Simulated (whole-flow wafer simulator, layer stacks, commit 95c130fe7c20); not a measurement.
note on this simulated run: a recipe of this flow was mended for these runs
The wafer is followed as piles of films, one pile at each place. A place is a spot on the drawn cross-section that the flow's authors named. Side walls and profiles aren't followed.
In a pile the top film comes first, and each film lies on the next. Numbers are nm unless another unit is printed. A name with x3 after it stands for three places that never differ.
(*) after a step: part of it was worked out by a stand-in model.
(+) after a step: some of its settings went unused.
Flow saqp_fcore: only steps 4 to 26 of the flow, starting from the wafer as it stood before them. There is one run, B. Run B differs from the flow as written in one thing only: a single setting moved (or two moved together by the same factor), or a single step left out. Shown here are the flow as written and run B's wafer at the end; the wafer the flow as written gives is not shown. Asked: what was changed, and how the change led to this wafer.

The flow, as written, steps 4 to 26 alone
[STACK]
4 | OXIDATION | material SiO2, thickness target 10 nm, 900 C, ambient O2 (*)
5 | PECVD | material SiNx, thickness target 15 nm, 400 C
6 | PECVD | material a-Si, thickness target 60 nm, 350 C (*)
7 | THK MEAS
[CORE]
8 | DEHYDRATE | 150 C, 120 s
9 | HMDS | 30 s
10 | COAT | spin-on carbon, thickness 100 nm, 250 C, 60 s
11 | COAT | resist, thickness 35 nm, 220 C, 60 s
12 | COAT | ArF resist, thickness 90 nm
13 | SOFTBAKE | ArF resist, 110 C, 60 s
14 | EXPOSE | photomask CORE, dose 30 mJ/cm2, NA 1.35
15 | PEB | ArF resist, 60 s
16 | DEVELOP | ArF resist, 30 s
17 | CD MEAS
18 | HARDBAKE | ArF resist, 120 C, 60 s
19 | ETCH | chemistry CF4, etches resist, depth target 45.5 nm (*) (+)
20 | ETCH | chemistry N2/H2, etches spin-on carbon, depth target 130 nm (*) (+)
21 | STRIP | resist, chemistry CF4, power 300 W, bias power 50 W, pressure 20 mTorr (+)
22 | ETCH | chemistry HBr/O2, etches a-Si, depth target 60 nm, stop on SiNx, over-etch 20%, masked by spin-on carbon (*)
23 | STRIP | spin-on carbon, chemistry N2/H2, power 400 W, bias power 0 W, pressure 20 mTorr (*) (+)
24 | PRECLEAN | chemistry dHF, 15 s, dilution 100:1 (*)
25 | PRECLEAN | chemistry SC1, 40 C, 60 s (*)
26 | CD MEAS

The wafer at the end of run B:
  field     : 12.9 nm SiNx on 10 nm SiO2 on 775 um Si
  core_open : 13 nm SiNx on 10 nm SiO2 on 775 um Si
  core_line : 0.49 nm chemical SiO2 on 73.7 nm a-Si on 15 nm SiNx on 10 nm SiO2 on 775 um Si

The reason: step 6, PECVD: thickness target 74.4 nm was run, though the flow has thickness target 60 nm.

The path from the change to this, step by step:
  6 | PECVD | material a-Si, thickness target 60 nm, 350 C (*)
      field, core_open, core_line: +74.4 a-Si (new film) (it would be, as written: +60 a-Si (new film))
  22 | ETCH | chemistry HBr/O2, etches a-Si, depth target 60 nm, stop on SiNx, over-etch 20%, masked by spin-on carbon (*)
      field: -51.2 a-Si (all of it), -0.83 SiNx (it would be, as written: -36.8 a-Si (all of it), -1.41 SiNx)
      core_open: -53.8 a-Si (all of it), -0.73 SiNx (it would be, as written: -39.4 a-Si (all of it), -1.3 SiNx)
      (and at 1 other place as well)
  23 | STRIP | spin-on carbon, chemistry N2/H2, power 400 W, bias power 0 W, pressure 20 mTorr (*) (+)
      core_line: -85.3 spin-on carbon (all of it) (it would be, as written: -88.8 spin-on carbon (all of it))
